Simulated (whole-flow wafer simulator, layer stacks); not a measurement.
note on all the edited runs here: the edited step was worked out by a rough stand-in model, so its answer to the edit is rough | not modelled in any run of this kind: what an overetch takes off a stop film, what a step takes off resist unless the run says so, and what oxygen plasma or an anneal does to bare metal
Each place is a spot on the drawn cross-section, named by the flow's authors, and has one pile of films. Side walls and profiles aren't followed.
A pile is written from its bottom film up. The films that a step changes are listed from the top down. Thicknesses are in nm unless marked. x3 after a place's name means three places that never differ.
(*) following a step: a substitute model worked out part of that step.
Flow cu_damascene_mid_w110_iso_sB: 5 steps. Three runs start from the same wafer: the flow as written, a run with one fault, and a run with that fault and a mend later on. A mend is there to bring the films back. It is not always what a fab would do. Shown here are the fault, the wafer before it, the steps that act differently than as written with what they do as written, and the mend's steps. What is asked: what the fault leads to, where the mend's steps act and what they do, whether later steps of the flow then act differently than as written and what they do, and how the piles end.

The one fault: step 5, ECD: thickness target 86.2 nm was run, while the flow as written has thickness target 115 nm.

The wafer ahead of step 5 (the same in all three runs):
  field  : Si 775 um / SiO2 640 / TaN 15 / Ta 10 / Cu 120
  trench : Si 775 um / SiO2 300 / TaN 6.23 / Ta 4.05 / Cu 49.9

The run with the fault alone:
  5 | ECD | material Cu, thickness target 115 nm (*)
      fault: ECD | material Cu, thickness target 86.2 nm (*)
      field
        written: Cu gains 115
        fault: Cu gains 86.2
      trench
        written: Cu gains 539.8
        fault: Cu gains 511
  Every later step of the flow that is run acts as written at every place that is followed.
  The piles end different from the flow's at field, trench by more than 2% or 0.5 nm, whichever is larger.
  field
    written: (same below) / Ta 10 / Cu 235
    fault: (same below) / Ta 10 / Cu 206.2
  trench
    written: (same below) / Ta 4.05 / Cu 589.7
    fault: (same below) / Ta 4.05 / Cu 560.9

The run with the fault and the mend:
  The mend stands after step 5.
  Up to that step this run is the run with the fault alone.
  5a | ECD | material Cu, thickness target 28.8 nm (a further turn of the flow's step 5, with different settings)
      field, trench
        Cu gains 28.8
  Every later step of the flow that is run acts as written at every place that is followed.
  By the end, the piles equal the flow's at every place that both follow.
